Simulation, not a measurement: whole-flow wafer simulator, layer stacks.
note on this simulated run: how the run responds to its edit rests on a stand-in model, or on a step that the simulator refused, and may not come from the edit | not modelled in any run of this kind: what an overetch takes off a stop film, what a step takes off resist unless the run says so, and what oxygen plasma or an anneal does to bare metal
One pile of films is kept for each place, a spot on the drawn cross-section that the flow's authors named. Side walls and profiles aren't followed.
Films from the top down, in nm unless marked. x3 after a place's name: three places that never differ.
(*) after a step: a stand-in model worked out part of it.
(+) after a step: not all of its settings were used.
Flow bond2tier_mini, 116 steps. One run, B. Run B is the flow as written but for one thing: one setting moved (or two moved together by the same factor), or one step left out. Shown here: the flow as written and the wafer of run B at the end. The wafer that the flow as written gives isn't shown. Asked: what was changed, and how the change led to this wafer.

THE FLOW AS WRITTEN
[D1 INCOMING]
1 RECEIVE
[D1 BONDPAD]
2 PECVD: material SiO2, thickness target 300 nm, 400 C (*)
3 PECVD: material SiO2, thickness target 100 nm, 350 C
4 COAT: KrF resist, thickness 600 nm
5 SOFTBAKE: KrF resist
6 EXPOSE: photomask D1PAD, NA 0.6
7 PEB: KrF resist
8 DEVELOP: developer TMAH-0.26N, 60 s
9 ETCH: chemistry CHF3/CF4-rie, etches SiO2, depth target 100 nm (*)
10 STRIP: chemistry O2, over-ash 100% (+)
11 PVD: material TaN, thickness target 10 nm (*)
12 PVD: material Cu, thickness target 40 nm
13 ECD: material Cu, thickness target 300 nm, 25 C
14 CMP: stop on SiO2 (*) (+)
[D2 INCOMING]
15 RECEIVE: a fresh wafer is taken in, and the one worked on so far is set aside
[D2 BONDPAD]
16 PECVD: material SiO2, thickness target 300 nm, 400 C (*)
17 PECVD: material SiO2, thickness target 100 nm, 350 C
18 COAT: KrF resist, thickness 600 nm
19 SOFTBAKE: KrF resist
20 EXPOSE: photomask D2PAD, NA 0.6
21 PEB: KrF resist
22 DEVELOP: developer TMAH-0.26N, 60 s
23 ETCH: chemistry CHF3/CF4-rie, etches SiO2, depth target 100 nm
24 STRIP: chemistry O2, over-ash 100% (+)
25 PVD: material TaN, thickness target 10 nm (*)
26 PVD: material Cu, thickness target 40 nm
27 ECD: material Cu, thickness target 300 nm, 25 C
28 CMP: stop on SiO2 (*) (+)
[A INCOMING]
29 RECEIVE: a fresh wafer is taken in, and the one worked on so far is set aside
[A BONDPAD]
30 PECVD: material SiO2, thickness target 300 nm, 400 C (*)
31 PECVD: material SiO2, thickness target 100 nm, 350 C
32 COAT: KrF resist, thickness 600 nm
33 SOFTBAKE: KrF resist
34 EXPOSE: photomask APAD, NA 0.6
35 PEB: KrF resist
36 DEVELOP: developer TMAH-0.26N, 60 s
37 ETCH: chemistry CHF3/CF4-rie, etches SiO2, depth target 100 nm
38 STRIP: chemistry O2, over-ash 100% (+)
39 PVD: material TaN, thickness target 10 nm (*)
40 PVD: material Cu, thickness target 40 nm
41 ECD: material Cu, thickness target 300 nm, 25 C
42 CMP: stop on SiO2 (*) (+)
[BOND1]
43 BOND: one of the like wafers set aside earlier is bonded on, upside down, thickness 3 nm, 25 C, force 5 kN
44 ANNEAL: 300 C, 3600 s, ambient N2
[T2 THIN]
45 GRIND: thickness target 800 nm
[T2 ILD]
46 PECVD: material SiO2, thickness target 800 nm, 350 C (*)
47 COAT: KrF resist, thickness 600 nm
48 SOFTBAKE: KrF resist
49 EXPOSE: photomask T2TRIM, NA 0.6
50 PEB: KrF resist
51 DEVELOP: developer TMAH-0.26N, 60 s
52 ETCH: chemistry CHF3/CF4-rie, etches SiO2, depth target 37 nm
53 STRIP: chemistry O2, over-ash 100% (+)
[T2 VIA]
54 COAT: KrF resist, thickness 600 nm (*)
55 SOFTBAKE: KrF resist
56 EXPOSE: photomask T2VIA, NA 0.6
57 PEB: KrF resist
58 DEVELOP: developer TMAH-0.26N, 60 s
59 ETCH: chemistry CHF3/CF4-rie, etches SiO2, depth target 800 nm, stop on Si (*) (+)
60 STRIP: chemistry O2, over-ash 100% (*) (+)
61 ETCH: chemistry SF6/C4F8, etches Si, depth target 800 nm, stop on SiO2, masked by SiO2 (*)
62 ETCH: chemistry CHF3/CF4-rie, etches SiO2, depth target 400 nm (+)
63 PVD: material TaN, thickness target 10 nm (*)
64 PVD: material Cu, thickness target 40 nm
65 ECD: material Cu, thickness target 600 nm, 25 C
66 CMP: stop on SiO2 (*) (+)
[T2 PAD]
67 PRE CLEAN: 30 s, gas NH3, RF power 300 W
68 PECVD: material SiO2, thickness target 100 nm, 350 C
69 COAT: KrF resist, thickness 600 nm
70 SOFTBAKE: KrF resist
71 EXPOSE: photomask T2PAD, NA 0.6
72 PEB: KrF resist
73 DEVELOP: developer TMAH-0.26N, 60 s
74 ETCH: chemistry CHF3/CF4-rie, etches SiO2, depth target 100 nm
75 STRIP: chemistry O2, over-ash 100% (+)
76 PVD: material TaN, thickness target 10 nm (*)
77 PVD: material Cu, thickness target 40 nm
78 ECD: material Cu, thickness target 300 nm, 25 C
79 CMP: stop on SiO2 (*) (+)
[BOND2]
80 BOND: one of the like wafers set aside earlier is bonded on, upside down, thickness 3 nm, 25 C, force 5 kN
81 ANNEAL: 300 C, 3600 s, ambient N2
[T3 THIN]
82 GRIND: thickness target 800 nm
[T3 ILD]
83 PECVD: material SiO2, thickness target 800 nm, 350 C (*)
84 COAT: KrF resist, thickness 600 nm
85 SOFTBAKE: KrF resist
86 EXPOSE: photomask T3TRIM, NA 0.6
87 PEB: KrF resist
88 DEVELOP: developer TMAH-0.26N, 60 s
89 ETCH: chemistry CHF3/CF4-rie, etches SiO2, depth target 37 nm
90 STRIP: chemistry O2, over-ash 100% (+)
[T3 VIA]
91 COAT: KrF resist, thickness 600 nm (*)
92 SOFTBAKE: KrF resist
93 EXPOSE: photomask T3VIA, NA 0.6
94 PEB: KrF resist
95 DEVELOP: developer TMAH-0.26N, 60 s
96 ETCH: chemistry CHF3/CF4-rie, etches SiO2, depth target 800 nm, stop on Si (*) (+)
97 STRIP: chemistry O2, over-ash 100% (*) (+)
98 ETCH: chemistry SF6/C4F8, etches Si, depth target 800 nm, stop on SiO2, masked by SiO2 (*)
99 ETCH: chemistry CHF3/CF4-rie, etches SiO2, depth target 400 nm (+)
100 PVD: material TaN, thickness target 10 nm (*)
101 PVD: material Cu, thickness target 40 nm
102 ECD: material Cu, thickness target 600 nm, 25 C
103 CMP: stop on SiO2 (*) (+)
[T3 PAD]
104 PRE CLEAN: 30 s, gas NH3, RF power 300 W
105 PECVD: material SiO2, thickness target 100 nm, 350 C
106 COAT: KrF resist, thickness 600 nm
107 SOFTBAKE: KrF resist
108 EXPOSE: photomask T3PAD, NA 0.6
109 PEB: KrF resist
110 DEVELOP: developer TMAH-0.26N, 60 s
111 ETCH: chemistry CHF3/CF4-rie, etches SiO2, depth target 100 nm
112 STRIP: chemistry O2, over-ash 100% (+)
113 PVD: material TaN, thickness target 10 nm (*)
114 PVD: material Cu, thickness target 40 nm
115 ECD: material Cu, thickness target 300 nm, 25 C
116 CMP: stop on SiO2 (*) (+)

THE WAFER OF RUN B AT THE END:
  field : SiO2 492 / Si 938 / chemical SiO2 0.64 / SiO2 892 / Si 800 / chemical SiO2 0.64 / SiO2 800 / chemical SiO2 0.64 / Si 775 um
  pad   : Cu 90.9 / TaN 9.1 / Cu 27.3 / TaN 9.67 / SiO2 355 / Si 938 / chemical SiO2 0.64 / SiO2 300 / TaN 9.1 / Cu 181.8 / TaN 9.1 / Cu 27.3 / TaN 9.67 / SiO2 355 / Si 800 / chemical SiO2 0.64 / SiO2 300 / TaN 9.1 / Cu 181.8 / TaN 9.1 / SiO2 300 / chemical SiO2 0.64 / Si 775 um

The cause: step 82, GRIND: thickness target 938 nm was run, where the flow has thickness target 800 nm.
It can be read off the wafer: field has Si 938, and step 82 as written asks for 800 nm.

How the change led to this, step by step:
  82 GRIND: thickness target 800 nm
      field, pad: Si -774.06 um (as written it would be: Si -774.2 um)
